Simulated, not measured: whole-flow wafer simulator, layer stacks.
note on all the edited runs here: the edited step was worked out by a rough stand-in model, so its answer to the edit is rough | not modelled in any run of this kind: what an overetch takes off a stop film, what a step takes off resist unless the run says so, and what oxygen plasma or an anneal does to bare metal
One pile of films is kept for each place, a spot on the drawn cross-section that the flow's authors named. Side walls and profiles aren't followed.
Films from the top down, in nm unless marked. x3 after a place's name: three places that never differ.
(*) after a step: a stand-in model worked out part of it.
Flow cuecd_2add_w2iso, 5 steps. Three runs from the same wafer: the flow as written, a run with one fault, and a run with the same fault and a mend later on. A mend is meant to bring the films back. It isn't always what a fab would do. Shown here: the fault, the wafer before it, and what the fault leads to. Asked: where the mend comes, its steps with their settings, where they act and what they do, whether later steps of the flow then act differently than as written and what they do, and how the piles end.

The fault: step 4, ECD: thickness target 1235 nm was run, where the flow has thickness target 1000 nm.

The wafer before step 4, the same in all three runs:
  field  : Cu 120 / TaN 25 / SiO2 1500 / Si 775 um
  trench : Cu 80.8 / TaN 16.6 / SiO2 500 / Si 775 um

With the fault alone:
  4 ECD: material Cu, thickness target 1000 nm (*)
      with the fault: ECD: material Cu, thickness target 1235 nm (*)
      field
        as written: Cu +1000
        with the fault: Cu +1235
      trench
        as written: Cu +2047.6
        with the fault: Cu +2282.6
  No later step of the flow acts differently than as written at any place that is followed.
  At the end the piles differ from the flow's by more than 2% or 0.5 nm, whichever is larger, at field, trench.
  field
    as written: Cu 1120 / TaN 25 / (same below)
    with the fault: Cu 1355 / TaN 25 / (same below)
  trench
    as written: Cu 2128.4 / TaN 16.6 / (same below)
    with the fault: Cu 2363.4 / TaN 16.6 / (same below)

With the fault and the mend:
  The mend comes after step 5.
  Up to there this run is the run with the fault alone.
  5a ETCH: chemistry cu recess dil, depth target 235 nm
      field, trench
        Cu -235
  No later step of the flow acts differently than as written at any place that is followed.
  At the end the piles are the same as the flow's at every place that both follow.
